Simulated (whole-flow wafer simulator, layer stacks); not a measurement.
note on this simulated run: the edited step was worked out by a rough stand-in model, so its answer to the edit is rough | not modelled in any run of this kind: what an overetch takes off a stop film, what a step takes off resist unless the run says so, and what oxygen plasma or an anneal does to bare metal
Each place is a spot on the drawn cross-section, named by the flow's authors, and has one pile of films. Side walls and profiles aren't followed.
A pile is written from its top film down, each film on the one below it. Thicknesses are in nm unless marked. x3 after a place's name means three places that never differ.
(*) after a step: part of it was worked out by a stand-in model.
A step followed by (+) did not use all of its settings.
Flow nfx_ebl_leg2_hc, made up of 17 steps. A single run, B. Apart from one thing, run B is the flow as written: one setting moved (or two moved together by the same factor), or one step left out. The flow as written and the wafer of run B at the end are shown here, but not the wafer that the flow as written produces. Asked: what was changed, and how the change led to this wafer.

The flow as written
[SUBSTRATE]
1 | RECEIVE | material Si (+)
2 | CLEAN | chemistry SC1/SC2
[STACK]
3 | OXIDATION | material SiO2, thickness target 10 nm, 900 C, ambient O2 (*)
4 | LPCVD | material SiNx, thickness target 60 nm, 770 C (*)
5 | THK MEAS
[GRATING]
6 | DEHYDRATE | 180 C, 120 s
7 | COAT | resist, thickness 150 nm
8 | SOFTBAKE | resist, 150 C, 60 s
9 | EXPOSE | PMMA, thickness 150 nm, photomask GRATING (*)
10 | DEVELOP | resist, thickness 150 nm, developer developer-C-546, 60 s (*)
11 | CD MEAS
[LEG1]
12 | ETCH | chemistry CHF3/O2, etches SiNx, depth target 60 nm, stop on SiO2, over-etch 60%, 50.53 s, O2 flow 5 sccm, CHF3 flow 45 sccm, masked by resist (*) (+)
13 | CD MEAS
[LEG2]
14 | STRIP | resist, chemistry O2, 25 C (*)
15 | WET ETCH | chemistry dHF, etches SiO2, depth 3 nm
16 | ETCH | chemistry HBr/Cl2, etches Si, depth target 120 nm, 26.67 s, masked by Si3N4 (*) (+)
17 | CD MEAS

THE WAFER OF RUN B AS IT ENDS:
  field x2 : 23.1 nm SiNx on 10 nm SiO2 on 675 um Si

Cause: step 4, LPCVD: thickness target 34.5 nm was run, whereas the flow has thickness target 60 nm.

Step by step, how the change led to this:
  4 | LPCVD | material SiNx, thickness target 60 nm, 770 C (*)
      field x2, pad x2: +34.5 SiNx (new film) (it would be, as written: +60 SiNx (new film))
  12 | ETCH | chemistry CHF3/O2, etches SiNx, depth target 60 nm, stop on SiO2, over-etch 60%, 50.53 s, O2 flow 5 sccm, CHF3 flow 45 sccm, masked by resist (*) (+)
      pad x2: -34.5 SiNx (all of it), -10 SiO2 (all of it) (it would be, as written: -60 SiNx (all of it), -10 SiO2 (all of it))
